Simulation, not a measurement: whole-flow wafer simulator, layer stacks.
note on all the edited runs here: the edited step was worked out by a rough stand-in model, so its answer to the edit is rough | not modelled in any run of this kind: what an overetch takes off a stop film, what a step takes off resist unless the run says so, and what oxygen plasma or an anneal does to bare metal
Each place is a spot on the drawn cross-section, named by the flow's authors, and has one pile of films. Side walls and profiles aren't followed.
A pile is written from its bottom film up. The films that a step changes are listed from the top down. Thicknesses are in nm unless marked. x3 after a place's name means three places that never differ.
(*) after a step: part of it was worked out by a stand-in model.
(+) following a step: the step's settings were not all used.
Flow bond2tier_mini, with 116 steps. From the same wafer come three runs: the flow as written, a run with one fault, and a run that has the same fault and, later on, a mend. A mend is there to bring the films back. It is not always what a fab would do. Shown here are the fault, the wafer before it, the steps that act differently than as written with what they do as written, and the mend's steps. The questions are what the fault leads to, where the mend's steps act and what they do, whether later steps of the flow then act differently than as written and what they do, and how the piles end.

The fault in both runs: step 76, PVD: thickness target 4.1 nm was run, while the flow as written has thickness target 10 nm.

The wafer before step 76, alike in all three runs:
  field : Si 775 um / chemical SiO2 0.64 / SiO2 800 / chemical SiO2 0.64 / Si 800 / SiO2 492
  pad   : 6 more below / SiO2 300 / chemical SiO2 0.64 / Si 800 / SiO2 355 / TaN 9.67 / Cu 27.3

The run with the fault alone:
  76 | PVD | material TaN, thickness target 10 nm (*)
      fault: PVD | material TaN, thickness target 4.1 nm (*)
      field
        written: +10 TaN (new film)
        fault: +4.1 TaN (new film)
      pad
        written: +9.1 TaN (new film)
        fault: +3.73 TaN (new film)
  Steps later in the flow that act otherwise than as written (not shown: 2 more steps that differ only slightly, by at most 2% or 0.5 nm, whichever is larger):
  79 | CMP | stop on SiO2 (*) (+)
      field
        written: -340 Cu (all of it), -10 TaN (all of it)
        fault: -340 Cu (all of it), -4.1 TaN (all of it)
  At pad, the piles at the end differ from the flow's by more than 2% or 0.5 nm, whichever is larger.
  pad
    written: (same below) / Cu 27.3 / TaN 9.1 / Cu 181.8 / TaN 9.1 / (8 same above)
    fault: (same below) / Cu 27.3 / TaN 3.73 / Cu 187.2 / TaN 9.1 / (8 same above)

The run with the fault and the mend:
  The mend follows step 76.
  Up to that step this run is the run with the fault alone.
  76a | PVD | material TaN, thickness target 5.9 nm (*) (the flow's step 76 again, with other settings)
      field
        +5.9 TaN
      pad
        +5.37 TaN
  None of the later steps of the flow acts differently than as written at any place that is followed.
  At every place that both follow, the piles at the end match the flow's.
